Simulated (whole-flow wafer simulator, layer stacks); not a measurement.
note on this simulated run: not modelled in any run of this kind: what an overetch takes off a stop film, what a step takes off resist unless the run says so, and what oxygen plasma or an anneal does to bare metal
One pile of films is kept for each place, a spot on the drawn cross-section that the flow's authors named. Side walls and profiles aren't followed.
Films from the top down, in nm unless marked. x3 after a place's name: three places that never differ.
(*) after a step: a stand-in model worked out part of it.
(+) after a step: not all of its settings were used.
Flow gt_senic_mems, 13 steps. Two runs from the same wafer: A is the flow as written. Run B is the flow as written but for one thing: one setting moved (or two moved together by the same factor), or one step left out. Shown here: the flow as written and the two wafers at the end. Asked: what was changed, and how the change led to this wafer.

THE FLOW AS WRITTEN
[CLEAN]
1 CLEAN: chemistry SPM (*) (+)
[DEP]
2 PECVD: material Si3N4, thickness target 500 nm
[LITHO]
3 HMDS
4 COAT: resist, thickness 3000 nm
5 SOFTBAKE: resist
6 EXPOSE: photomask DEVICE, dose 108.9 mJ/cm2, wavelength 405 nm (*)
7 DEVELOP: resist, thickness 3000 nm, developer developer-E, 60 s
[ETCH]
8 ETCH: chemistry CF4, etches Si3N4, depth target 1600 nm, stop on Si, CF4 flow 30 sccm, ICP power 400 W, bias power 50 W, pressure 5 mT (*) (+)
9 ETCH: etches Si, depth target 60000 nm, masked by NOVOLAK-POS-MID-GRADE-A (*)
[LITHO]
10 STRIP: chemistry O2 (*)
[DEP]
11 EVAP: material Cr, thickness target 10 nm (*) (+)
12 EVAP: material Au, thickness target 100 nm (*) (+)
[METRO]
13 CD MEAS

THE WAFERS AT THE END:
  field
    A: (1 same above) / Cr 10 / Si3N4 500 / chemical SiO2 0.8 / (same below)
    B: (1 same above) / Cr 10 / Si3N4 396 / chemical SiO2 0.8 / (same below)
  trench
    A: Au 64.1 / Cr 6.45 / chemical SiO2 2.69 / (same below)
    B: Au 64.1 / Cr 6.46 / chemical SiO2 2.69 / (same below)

The cause: step 2, PECVD: thickness target 396 nm was run, where the flow has thickness target 500 nm.
It can be read off the wafer: field has Si3N4 396, and step 2 as written asks for 500 nm.

How the change led to this, step by step:
  2 PECVD: material Si3N4, thickness target 500 nm
      field, trench: A Si3N4 +500 (new film) | B Si3N4 +396 (new film)
  8 ETCH: chemistry CF4, etches Si3N4, depth target 1600 nm, stop on Si, CF4 flow 30 sccm, ICP power 400 W, bias power 50 W, pressure 5 mT (*) (+)
      field: A resist -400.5 | B resist -331.2
      trench: A Si3N4 -500 (all of it), chemical SiO2 -0.8 (all of it) | B Si3N4 -396 (all of it), chemical SiO2 -0.8 (all of it)
  10 STRIP: chemistry O2 (*)
      field: A resist -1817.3 (all of it) | B resist -1886.6 (all of it)
